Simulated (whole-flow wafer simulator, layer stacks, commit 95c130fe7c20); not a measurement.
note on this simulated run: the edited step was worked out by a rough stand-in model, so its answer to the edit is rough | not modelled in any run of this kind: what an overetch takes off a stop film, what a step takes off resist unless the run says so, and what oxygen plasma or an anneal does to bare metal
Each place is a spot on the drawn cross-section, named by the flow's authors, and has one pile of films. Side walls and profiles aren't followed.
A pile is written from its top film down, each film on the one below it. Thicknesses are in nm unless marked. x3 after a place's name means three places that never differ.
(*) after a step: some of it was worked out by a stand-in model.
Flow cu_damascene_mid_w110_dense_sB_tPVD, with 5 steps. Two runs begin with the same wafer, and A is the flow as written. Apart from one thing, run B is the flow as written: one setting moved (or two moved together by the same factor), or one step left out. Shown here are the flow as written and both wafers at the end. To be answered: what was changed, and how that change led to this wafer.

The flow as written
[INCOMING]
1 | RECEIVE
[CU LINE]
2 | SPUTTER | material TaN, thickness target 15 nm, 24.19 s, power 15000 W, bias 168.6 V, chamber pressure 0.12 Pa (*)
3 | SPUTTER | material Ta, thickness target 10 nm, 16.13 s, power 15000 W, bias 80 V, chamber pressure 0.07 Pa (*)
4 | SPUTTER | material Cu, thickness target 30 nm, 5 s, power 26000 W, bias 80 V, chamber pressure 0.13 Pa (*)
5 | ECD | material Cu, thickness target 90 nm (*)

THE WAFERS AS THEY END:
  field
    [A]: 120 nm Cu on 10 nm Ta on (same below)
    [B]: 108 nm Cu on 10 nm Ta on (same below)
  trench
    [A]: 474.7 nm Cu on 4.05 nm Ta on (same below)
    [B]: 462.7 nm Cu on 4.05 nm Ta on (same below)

What caused this: step 4, SPUTTER: 3 s was run, whereas the flow has 5 s.

The path from the change to this, step by step:
  4 | SPUTTER | material Cu, thickness target 30 nm, 5 s, power 26000 W, bias 80 V, chamber pressure 0.13 Pa (*)
      field: A +30 Cu (new film) | B +18 Cu (new film)
      trench: A +12.5 Cu (new film) | B +7.49 Cu (new film)
